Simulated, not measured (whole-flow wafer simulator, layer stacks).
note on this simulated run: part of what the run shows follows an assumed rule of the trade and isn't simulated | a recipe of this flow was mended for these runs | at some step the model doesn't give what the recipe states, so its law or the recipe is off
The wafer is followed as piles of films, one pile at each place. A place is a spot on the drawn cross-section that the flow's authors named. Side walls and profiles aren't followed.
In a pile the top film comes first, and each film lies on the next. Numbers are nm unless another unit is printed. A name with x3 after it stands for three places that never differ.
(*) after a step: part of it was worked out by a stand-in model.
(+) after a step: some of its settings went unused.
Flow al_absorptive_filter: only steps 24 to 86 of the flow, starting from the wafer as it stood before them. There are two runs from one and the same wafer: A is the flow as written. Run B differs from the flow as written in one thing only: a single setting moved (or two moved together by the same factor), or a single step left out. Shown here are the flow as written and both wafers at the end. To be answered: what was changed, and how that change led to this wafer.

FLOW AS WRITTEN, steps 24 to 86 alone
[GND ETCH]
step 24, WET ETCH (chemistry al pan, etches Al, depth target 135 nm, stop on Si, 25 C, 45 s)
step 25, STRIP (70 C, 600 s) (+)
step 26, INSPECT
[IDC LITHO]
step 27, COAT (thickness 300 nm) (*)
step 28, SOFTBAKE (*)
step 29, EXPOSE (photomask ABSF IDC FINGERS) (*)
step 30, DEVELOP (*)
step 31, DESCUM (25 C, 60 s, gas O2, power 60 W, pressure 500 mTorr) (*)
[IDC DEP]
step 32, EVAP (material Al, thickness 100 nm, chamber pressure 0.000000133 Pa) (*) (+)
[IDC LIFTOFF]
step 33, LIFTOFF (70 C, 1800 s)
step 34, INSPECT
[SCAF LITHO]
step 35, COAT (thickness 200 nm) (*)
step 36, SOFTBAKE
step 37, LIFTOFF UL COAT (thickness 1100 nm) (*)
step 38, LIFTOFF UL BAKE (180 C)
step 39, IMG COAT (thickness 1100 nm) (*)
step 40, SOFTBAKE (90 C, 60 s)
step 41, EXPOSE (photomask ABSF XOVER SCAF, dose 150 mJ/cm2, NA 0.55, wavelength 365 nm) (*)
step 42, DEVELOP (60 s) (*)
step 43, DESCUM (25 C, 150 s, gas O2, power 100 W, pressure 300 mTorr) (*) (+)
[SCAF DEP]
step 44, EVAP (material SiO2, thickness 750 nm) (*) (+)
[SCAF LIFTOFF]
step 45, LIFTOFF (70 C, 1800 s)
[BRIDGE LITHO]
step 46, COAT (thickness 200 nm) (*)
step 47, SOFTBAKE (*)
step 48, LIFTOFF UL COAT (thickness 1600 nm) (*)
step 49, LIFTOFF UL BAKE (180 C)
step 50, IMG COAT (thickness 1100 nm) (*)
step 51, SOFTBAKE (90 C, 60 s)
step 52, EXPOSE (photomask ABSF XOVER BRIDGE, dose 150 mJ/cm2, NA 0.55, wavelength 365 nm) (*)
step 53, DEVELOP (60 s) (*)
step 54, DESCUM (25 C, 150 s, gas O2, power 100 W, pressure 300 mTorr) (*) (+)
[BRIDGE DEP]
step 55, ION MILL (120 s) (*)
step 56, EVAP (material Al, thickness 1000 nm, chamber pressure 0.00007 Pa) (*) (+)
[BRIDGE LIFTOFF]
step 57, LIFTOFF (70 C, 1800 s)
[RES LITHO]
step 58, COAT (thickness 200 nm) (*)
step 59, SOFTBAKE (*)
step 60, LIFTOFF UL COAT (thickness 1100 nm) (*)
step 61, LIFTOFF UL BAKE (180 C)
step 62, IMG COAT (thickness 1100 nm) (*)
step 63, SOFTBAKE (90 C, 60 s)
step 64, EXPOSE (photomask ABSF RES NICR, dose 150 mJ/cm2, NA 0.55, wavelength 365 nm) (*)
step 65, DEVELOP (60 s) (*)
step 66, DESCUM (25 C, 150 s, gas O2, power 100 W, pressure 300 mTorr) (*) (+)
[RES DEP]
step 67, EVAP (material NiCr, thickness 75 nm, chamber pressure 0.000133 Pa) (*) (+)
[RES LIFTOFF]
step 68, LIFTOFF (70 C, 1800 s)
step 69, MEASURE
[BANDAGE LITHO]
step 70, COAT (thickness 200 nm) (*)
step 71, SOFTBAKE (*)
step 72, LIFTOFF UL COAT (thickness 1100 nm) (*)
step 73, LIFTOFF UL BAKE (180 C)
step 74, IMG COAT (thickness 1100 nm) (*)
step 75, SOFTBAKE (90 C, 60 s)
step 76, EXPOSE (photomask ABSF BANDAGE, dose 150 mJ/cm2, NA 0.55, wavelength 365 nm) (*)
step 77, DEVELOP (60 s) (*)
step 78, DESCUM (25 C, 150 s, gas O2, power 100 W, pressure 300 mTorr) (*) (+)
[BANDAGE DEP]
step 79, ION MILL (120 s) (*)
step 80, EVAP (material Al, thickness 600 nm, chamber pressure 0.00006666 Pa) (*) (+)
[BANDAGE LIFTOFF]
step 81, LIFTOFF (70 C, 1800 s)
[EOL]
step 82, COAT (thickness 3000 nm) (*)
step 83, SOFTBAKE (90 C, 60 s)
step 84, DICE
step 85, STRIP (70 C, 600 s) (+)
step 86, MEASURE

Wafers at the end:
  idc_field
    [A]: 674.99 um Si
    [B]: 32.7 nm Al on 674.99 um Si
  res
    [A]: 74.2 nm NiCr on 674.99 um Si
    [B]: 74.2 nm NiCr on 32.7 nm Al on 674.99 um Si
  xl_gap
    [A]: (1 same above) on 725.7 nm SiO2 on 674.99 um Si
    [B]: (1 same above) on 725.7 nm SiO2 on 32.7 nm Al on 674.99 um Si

What caused this: step 24, WET ETCH: 18 s was run, while the flow as written has 45 s.

Step by step, how the change led to this:
  step 24, WET ETCH (chemistry al pan, etches Al, depth target 135 nm, stop on Si, 25 C, 45 s)
      res, xl_gap, idc_field, idc_line, idc_space: A -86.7 Al (all of it) | B -54 Al
  step 27, COAT (thickness 300 nm) (*)
      ledge: A +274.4 e-beam-resist (new film) | B +283.9 e-beam-resist (new film)
      res: A +349.6 e-beam-resist (new film) | B +334.1 e-beam-resist (new film)
      (and at 1 other place as well)
  step 31, DESCUM (25 C, 60 s, gas O2, power 60 W, pressure 500 mTorr) (*)
      idc_line: A +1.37 chemical SiO2 (new film), -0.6 Si | B nothing
  step 32, EVAP (material Al, thickness 100 nm, chamber pressure 0.000000133 Pa) (*) (+)
      idc_line: A +100 Al (new film) | B +100 Al
  step 33, LIFTOFF (70 C, 1800 s)
      ledge: A -100 Al (all of it), -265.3 e-beam-resist (all of it) | B -100 Al (all of it), -274.9 e-beam-resist (all of it)
      res: A -100 Al (all of it), -340.6 e-beam-resist (all of it) | B -100 Al (all of it), -325.1 e-beam-resist (all of it)
      (and at 1 other place as well)
  step 35, COAT (thickness 200 nm) (*)
      ledge: A +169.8 acrylic-e-beam-resist (new film) | B +180.7 acrylic-e-beam-resist (new film)
      res: A +231.4 acrylic-e-beam-resist (new film) | B +222.1 acrylic-e-beam-resist (new film)
      (and at 2 other places as well)
  step 43, DESCUM (25 C, 150 s, gas O2, power 100 W, pressure 300 mTorr) (*) (+)
      gnd, pad_far, pad_near and 7 more: A -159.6 i-line-resist | B -146.9 i-line-resist
      xl_gap: A -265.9 acrylic-e-beam-resist (all of it) | B -244.8 acrylic-e-beam-resist (all of it)
      (and at 1 other place as well)
  step 45, LIFTOFF (70 C, 1800 s)
      ledge: A -750 SiO2 (all of it), -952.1 i-line-resist (all of it), -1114 lift-off-underlayer (all of it), -169.8 acrylic-e-beam-resist (all of it) | B -750 SiO2 (all of it), -960.3 i-line-resist (all of it), -1109.8 lift-off-underlayer (all of it), -180.7 acrylic-e-beam-resist (all of it)
      res: A -750 SiO2 (all of it), -956.3 i-line-resist (all of it), -1148.2 lift-off-underlayer (all of it), -231.4 acrylic-e-beam-resist (all of it) | B -750 SiO2 (all of it), -963.4 i-line-resist (all of it), -1132.6 lift-off-underlayer (all of it), -222.1 acrylic-e-beam-resist (all of it)
  step 46, COAT (thickness 200 nm) (*)
      ledge: A +169.8 acrylic-e-beam-resist (new film) | B +180.7 acrylic-e-beam-resist (new film)
      res: A +231.4 acrylic-e-beam-resist (new film) | B +222.1 acrylic-e-beam-resist (new film)
      (and at 2 other places as well)
  step 54, DESCUM (25 C, 150 s, gas O2, power 100 W, pressure 300 mTorr) (*) (+)
      xl_gap: A -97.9 acrylic-e-beam-resist (all of it) | B -86.9 acrylic-e-beam-resist (all of it)
      xl_turn: A -141.8 acrylic-e-beam-resist (all of it) | B -147.2 acrylic-e-beam-resist (all of it)
  step 57, LIFTOFF (70 C, 1800 s)
      ledge: A -1000 Al (all of it), -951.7 i-line-resist (all of it), -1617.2 lift-off-underlayer (all of it), -169.8 acrylic-e-beam-resist (all of it) | B -1000 Al (all of it), -948.2 i-line-resist (all of it), -1611.9 lift-off-underlayer (all of it), -180.7 acrylic-e-beam-resist (all of it)
      res: A -1000 Al (all of it), -954.3 i-line-resist (all of it), -1653.2 lift-off-underlayer (all of it), -231.4 acrylic-e-beam-resist (all of it) | B -1000 Al (all of it), -950.1 i-line-resist (all of it), -1635.9 lift-off-underlayer (all of it), -222.1 acrylic-e-beam-resist (all of it)
  step 58, COAT (thickness 200 nm) (*)
      ledge: A +169.8 acrylic-e-beam-resist (new film) | B +180.7 acrylic-e-beam-resist (new film)
      res: A +231.4 acrylic-e-beam-resist (new film) | B +222.1 acrylic-e-beam-resist (new film)
      (and at 2 other places as well)
  step 60, LIFTOFF UL COAT (thickness 1100 nm) (*)
      xl_gap: A +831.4 lift-off-underlayer (new film) | B +812.9 lift-off-underlayer (new film)
  step 66, DESCUM (25 C, 150 s, gas O2, power 100 W, pressure 300 mTorr) (*) (+)
      gnd, pad_far, xa_field and 8 more: A -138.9 i-line-resist | B -133.3 i-line-resist
      ledge: A -169.8 acrylic-e-beam-resist (all of it) | B -180.7 acrylic-e-beam-resist (all of it)
      (and at 1 other place as well)
  step 68, LIFTOFF (70 C, 1800 s)
      xl_gap: A -75 NiCr (all of it), -818.3 i-line-resist (all of it), -831.4 lift-off-underlayer (all of it), -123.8 acrylic-e-beam-resist (all of it) | B -75 NiCr (all of it), -820.3 i-line-resist (all of it), -812.9 lift-off-underlayer (all of it), -117.5 acrylic-e-beam-resist (all of it)
      xl_turn: A -75 NiCr (all of it), -760.9 i-line-resist (all of it), -781.4 lift-off-underlayer (all of it), -146.6 acrylic-e-beam-resist (all of it) | B -75 NiCr (all of it), -762.9 i-line-resist (all of it), -785.1 lift-off-underlayer (all of it), -151 acrylic-e-beam-resist (all of it)
  step 70, COAT (thickness 200 nm) (*)
      ledge: A +167 acrylic-e-beam-resist (new film) | B +178 acrylic-e-beam-resist (new film)
      res: A +218.1 acrylic-e-beam-resist (new film) | B +208.5 acrylic-e-beam-resist (new film)
      (and at 2 other places as well)
  ... 1 other step ...
  step 83, SOFTBAKE (90 C, 60 s)
      ledge: A -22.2 i-line-resist | B -23 i-line-resist
      res: A -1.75 i-line-resist | B -3 i-line-resist
      (and at 2 other places as well)
With metal films that touch counted as one body, idc_field has 1 body; the flow as written gives 0 bodies.
With metal films that touch counted as one body, res has 1 body; the flow as written gives 0 bodies.
With metal films that touch counted as one body, xl_gap has 2 bodies (between them, from the top down: SiO2 725.7); the flow as written gives 1 body.
